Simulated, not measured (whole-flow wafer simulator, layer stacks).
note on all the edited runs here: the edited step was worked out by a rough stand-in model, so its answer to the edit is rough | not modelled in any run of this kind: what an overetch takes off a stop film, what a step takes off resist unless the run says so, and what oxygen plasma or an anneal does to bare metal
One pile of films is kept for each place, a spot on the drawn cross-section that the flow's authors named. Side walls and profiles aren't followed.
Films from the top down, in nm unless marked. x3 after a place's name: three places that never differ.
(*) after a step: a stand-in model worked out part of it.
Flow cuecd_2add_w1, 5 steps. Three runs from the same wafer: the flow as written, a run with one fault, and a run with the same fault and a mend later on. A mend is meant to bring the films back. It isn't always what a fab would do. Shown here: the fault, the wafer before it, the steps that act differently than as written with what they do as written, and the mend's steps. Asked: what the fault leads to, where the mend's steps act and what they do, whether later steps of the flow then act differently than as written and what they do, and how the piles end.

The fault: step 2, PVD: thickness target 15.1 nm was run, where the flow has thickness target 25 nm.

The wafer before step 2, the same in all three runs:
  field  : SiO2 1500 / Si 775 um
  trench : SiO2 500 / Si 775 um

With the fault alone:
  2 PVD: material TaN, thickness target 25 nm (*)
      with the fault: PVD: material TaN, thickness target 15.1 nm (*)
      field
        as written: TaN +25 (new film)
        with the fault: TaN +15.1 (new film)
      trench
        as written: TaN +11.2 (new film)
        with the fault: TaN +6.79 (new film)
  No later step of the flow acts differently than as written, at any place that is followed, by more than 2% or 0.5 nm, whichever is larger.
  At the end the piles differ from the flow's by more than 2% or 0.5 nm, whichever is larger, at field, trench.
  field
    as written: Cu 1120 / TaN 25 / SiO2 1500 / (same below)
    with the fault: Cu 1120 / TaN 15.1 / SiO2 1500 / (same below)
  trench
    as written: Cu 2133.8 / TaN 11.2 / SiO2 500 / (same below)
    with the fault: Cu 2128.3 / TaN 6.79 / SiO2 500 / (same below)

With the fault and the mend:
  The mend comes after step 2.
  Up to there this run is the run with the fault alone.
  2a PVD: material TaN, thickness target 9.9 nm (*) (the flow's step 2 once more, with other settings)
      field
        TaN +9.9
      trench
        TaN +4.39
  No later step of the flow acts differently than as written at any place that is followed.
  At the end the piles are the same as the flow's at every place that both follow.
